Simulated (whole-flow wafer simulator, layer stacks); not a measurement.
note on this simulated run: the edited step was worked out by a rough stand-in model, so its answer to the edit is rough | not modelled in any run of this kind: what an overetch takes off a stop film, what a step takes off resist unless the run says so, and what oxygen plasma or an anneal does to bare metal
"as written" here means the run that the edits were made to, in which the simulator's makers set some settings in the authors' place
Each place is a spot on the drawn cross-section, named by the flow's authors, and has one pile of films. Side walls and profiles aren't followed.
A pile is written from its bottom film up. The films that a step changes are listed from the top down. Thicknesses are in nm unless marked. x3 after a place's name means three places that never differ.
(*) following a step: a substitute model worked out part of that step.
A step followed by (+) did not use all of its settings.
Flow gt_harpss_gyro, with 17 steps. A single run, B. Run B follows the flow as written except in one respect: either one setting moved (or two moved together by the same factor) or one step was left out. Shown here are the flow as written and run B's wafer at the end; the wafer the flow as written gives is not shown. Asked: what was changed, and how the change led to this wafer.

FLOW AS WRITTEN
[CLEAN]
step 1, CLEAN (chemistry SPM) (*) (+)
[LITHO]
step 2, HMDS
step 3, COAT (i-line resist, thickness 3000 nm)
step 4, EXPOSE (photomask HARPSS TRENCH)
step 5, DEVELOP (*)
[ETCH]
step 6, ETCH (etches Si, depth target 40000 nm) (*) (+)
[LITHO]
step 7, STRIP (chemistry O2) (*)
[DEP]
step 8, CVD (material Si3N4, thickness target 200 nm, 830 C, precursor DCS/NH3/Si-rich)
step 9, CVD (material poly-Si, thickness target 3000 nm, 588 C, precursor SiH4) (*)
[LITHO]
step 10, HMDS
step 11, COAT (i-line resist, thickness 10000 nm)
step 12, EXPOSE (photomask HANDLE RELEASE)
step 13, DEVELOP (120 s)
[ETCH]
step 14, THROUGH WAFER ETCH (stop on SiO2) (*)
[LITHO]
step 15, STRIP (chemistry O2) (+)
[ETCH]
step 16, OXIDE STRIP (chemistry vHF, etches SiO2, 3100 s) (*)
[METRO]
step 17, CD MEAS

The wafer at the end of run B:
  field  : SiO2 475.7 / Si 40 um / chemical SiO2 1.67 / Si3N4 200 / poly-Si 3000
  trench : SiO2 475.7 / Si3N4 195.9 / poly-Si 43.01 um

The reason: step 16, OXIDE STRIP: 1965 s was run, whereas the flow has 3100 s.

The path from the change to this, step by step:
  step 16, OXIDE STRIP (chemistry vHF, etches SiO2, 3100 s) (*)
      field: under 4 films: -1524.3 SiO2 (in the flow as written it would be: under 4 films: -2000 SiO2 (all of it))
      trench: under 2 films: -1524.3 SiO2 (in the flow as written it would be: under 2 films: -2000 SiO2 (all of it))
